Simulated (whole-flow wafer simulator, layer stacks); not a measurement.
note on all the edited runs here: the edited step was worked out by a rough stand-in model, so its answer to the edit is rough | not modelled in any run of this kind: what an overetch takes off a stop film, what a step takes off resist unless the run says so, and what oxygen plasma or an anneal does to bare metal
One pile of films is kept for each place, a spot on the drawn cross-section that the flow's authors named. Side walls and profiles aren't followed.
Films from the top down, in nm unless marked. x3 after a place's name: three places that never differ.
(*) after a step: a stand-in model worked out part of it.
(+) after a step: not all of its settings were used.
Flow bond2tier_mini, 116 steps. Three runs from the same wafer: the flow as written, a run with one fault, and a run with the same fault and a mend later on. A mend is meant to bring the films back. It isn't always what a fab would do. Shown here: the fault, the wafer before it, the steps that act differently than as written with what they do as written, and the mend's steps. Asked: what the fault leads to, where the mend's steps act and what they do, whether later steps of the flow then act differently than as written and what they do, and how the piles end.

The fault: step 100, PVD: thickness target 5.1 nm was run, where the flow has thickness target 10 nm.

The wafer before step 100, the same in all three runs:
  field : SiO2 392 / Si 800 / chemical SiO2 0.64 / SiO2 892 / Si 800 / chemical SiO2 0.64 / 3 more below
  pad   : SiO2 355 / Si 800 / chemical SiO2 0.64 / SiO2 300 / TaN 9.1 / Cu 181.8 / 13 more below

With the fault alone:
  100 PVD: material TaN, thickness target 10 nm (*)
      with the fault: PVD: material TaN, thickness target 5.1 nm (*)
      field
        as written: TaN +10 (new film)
        with the fault: TaN +5.1 (new film)
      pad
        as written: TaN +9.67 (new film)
        with the fault: TaN +4.93 (new film)
  Later steps of the flow that act differently than as written (1 more step differs only slightly, by at most 2% or 0.5 nm, whichever is larger, and isn't shown):
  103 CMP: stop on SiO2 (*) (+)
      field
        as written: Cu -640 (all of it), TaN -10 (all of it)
        with the fault: Cu -640 (all of it), TaN -5.1 (all of it)
  At the end the piles differ from the flow's by more than 2% or 0.5 nm, whichever is larger, at pad.
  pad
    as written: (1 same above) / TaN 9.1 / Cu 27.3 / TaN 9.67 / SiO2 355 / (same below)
    with the fault: (1 same above) / TaN 9.1 / Cu 32.1 / TaN 4.93 / SiO2 355 / (same below)

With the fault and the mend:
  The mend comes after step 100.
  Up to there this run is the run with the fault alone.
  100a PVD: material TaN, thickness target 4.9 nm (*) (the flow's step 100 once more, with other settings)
      field
        TaN +4.9
      pad
        TaN +4.73
  No later step of the flow acts differently than as written at any place that is followed.
  At the end the piles differ from the flow's only slightly at the places that both follow, by at most 2% or 0.5 nm, whichever is larger.
